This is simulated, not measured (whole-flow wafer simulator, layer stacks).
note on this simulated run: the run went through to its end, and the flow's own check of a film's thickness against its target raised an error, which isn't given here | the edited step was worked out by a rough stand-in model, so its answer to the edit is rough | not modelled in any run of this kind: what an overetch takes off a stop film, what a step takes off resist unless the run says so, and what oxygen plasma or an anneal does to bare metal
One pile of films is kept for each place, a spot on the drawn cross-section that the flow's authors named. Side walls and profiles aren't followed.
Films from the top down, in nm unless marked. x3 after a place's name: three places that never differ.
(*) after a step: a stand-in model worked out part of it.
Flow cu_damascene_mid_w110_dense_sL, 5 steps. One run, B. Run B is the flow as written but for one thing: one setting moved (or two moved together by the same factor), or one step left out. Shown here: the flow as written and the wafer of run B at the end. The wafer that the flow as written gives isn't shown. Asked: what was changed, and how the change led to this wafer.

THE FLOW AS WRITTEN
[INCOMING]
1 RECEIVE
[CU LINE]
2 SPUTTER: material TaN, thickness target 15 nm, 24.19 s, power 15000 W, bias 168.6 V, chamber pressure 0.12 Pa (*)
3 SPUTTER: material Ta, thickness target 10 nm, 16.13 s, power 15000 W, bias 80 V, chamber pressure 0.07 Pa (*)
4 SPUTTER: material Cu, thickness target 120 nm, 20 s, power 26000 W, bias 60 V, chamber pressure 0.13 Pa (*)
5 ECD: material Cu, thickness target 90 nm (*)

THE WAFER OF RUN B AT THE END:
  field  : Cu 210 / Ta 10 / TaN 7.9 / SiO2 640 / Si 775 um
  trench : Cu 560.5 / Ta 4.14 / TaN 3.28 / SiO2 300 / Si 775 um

The cause: step 2, SPUTTER: thickness target 7.9 nm was run, where the flow has thickness target 15 nm; step 2, SPUTTER: 12.7 s was run, where the flow has 24.19 s.
It can be read off the wafer: field has TaN 7.9, and step 2 as written asks for 15 nm.

How the change led to this, step by step:
  2 SPUTTER: material TaN, thickness target 15 nm, 24.19 s, power 15000 W, bias 168.6 V, chamber pressure 0.12 Pa (*)
      field: TaN +7.9 (new film) (as written it would be: TaN +15 (new film))
      trench: TaN +3.28 (new film) (as written it would be: TaN +6.23 (new film))
  4 SPUTTER: material Cu, thickness target 120 nm, 20 s, power 26000 W, bias 60 V, chamber pressure 0.13 Pa (*)
      trench: Cu +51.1 (new film) (as written it would be: Cu +49.9 (new film))
